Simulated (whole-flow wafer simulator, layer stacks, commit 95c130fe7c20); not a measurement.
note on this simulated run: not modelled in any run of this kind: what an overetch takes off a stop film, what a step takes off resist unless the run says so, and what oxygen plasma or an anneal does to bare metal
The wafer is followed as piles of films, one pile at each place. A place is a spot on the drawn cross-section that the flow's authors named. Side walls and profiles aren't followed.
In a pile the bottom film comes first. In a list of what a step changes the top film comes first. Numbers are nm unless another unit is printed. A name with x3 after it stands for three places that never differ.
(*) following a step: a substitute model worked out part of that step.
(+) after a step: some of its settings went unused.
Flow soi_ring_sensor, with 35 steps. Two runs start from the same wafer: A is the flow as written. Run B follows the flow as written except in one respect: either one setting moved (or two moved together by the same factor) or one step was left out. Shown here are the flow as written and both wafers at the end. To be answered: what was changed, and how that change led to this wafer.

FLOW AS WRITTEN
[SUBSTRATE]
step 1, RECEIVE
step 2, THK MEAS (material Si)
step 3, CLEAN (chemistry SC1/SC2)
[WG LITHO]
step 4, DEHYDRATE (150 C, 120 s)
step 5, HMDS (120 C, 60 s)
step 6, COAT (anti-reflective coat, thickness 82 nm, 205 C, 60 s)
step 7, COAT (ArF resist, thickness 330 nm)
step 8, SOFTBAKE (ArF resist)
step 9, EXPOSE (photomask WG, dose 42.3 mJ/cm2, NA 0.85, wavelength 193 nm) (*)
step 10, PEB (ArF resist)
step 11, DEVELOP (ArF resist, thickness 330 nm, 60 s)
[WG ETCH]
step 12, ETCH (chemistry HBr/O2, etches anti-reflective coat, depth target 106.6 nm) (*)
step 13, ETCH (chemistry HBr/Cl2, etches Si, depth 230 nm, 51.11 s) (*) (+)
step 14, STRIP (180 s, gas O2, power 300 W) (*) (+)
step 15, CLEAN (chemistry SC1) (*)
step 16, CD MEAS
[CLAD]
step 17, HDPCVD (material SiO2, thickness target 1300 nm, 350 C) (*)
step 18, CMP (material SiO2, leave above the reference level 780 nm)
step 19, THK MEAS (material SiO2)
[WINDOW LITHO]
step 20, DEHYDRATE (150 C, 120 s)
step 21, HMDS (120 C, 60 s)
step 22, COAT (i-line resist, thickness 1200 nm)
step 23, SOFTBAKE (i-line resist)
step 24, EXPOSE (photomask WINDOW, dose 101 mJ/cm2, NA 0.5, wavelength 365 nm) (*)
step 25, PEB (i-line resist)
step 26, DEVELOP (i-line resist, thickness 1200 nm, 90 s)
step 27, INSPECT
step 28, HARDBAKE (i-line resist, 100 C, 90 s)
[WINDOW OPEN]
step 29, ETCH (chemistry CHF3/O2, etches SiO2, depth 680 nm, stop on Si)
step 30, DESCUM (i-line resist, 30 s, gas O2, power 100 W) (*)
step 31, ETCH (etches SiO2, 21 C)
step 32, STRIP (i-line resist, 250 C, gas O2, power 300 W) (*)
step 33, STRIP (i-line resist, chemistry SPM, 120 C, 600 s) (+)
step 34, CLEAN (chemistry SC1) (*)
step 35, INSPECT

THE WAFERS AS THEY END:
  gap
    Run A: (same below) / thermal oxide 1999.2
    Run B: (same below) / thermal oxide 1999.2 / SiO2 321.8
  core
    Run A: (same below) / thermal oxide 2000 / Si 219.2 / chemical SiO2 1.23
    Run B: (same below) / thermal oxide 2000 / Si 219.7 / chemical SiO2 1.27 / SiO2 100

Cause: step 31, ETCH: etches SiO2, 21 C, was not run.

How this came from the change, step by step:
  step 32, STRIP (i-line resist, 250 C, gas O2, power 300 W) (*)
      core: A +1.23 chemical SiO2 (new film), -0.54 Si | B nothing
